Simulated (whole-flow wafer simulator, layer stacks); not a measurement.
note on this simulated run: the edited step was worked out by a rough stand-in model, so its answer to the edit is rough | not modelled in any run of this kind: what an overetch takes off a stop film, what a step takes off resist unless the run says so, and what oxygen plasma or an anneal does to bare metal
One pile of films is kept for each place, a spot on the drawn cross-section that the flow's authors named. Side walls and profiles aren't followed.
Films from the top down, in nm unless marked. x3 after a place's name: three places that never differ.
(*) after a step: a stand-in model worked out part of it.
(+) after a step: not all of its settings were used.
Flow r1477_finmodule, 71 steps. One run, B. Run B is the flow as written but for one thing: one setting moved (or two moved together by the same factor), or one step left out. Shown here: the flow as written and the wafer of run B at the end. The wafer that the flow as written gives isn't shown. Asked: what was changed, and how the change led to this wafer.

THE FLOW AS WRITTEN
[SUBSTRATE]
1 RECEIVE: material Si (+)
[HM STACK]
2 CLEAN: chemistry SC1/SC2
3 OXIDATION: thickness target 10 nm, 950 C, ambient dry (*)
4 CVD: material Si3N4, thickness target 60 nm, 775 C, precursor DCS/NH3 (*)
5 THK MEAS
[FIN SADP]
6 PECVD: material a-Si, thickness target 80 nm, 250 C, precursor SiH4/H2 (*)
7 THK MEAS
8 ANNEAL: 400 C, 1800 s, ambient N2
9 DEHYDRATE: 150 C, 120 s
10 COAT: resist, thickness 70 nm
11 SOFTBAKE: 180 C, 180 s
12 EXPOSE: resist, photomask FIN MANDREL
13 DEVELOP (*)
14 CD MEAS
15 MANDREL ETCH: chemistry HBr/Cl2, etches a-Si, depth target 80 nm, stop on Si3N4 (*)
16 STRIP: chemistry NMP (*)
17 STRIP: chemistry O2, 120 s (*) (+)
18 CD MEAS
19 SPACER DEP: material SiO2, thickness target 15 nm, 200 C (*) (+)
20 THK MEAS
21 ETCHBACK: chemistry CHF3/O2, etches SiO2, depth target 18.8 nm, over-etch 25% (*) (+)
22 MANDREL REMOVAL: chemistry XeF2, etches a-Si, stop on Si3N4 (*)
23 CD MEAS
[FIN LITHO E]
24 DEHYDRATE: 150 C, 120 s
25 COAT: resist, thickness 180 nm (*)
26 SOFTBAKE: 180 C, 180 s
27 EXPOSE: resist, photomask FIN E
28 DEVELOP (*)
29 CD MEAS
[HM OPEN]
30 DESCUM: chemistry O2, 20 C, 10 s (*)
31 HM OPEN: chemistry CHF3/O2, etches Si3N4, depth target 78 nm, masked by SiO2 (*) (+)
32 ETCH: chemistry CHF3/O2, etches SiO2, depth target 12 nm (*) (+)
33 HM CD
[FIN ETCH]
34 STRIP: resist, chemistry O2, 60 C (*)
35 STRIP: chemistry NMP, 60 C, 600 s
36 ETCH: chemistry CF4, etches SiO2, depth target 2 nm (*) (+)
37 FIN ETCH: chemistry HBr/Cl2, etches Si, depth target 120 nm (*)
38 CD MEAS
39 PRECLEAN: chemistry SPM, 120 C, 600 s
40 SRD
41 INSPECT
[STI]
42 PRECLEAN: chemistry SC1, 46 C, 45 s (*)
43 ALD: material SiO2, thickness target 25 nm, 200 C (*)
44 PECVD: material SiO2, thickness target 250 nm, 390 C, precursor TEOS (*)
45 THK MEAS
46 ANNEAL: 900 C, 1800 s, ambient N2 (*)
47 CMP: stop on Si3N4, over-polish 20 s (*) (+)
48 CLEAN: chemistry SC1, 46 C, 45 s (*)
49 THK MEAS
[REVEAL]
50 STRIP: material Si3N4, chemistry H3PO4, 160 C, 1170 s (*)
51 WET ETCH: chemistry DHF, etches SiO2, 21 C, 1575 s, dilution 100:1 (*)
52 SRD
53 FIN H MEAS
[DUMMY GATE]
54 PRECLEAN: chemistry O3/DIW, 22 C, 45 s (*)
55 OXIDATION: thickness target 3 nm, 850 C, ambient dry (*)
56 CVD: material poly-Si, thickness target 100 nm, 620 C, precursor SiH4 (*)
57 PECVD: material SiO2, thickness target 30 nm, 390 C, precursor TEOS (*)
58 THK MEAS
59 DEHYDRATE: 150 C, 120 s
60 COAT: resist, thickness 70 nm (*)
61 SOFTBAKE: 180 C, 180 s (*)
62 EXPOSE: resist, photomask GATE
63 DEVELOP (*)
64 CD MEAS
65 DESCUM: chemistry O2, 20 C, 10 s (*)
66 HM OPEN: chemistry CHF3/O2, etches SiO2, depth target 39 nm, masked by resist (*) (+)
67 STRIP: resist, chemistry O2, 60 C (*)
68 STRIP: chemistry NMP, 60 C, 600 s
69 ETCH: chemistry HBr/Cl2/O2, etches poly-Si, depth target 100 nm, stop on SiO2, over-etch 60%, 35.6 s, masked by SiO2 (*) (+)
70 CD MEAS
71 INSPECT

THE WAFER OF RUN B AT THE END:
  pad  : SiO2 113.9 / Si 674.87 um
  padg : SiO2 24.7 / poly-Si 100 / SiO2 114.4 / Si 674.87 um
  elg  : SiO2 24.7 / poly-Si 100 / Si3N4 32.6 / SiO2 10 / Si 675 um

The cause: step 51, WET ETCH: 1370 s was run, where the flow has 1575 s.

How the change led to this, step by step:
  51 WET ETCH: chemistry DHF, etches SiO2, 21 C, 1575 s, dilution 100:1 (*)
      pad, padg, e40sg and 12 more: SiO2 -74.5 (as written it would be: SiO2 -85.7)
      elg, e40lg, e100lg, e200lg, elo, e40lo, e100lo, e200lo: SiO2 -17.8 (all of it), Si3N4 -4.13 (as written it would be: SiO2 -17.8 (all of it), Si3N4 -4.97)
      (and at 7 more places)
  56 CVD: material poly-Si, thickness target 100 nm, 620 C, precursor SiH4 (*)
      s40cg, s40co: poly-Si +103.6 (new film) (as written it would be: poly-Si +113.9 (new film))
      s45cg, s45co: poly-Si +103.1 (new film) (as written it would be: poly-Si +113.4 (new film))
      (and at 3 more places)
  60 COAT: resist, thickness 70 nm (*)
      e40sg, eso, e40so: resist +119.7 (new film) (as written it would be: resist +129.5 (new film))
      e100sg, e100so: resist +119.6 (new film) (as written it would be: resist +129.4 (new film))
      (and at 8 more places)
  63 DEVELOP (*)
      eso, e40so: resist -119.7 (all of it) (as written it would be: resist -129.5 (all of it))
      e100so: resist -119.6 (all of it) (as written it would be: resist -129.4 (all of it))
      (and at 4 more places)
  67 STRIP: resist, chemistry O2, 60 C (*)
      e40sg: resist -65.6 (all of it) (as written it would be: resist -75.4 (all of it))
      e100sg: resist -65.5 (all of it) (as written it would be: resist -75.3 (all of it))
      (and at 4 more places)
  69 ETCH: chemistry HBr/Cl2/O2, etches poly-Si, depth target 100 nm, stop on SiO2, over-etch 60%, 35.6 s, masked by SiO2 (*) (+)
      s40co: chemical SiO2 -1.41 (all of it), poly-Si -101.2 (all of it), SiO2 -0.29 (as written it would be: chemical SiO2 -1.46 (all of it), poly-Si -111.5 (all of it), SiO2 -0.24)
      s45co: chemical SiO2 -1.41 (all of it), poly-Si -100.7 (all of it), SiO2 -0.3 (as written it would be: chemical SiO2 -1.46 (all of it), poly-Si -110.9 (all of it), SiO2 -0.25)
      (and at 1 more place)
